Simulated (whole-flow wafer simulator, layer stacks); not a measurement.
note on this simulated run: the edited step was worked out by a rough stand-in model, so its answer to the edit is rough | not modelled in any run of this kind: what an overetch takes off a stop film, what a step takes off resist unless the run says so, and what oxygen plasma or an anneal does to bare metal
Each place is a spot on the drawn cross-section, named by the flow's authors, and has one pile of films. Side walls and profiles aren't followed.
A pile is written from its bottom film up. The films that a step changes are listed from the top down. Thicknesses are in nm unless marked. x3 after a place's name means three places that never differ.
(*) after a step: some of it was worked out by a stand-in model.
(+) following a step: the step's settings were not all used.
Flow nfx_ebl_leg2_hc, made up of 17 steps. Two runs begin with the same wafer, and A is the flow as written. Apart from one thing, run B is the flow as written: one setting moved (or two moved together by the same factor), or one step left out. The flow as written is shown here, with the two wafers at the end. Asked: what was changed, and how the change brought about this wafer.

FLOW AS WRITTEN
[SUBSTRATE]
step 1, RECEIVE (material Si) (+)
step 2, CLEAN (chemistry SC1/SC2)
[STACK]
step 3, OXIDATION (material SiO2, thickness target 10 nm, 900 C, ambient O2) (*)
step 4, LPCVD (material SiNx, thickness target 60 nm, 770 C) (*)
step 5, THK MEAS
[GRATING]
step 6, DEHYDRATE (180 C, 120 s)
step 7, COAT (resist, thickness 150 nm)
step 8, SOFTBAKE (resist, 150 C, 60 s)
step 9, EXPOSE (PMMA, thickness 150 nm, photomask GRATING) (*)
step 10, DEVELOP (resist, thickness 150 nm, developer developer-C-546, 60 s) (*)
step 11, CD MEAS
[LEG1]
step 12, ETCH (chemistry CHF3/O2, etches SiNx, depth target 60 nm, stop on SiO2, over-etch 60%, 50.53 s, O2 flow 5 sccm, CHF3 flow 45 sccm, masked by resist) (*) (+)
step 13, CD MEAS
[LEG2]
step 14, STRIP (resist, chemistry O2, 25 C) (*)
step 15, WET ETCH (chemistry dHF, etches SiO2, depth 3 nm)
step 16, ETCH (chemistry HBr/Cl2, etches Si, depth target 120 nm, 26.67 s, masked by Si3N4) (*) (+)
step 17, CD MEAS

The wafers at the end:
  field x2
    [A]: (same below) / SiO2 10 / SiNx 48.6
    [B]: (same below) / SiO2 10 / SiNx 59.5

The reason: step 4, LPCVD: thickness target 70.9 nm was run, while the flow as written has thickness target 60 nm.

The path from the change to this, step by step:
  step 4, LPCVD (material SiNx, thickness target 60 nm, 770 C) (*)
      field x2, pad x2: A +60 SiNx (new film) | B +70.9 SiNx (new film)
  step 12, ETCH (chemistry CHF3/O2, etches SiNx, depth target 60 nm, stop on SiO2, over-etch 60%, 50.53 s, O2 flow 5 sccm, CHF3 flow 45 sccm, masked by resist) (*) (+)
      pad x2: A -60 SiNx (all of it), -10 SiO2 (all of it) | B -70.9 SiNx (all of it), -10 SiO2 (all of it)
